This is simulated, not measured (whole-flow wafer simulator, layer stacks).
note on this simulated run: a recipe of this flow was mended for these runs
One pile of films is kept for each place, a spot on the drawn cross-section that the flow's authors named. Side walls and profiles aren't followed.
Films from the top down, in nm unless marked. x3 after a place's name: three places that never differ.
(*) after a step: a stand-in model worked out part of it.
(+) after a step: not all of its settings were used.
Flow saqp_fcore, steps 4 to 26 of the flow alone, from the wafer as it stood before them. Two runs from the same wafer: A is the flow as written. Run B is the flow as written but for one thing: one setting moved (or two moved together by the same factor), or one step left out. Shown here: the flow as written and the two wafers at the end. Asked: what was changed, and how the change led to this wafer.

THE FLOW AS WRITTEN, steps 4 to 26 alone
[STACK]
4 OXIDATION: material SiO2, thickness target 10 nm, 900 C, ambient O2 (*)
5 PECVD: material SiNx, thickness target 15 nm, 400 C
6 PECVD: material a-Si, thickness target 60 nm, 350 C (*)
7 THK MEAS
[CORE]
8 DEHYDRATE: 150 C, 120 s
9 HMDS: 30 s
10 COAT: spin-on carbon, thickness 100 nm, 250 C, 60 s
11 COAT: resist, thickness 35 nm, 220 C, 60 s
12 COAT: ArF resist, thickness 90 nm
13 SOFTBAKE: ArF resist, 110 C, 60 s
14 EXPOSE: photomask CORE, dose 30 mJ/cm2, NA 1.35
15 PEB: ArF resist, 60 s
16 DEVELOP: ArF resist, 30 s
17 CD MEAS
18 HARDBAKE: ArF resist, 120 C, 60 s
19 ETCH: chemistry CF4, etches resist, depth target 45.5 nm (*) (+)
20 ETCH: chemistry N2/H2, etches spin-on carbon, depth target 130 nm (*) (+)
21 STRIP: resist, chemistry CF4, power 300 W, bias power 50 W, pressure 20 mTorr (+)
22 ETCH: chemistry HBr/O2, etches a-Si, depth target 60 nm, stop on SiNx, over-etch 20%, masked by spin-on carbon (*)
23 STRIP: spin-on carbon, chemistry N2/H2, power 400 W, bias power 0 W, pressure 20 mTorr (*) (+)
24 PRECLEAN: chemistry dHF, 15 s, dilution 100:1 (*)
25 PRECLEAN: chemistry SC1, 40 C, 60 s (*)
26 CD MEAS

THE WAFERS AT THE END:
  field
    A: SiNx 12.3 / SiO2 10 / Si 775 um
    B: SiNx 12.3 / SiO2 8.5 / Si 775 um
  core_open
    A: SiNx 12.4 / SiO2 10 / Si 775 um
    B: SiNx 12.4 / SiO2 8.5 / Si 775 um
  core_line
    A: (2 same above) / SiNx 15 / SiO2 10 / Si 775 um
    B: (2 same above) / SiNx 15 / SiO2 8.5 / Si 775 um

The cause: step 4, OXIDATION: thickness target 8.5 nm was run, where the flow has thickness target 10 nm.
It can be read off the wafer: field has SiO2 8.5, and step 4 as written asks for 10 nm.

How the change led to this, step by step:
  4 OXIDATION: material SiO2, thickness target 10 nm, 900 C, ambient O2 (*)
      field, core_open, core_line: A SiO2 +10 (new film), chemical SiO2 -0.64 (all of it), Si -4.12 | B SiO2 +8.5 (new film), chemical SiO2 -0.64 (all of it), Si -3.46
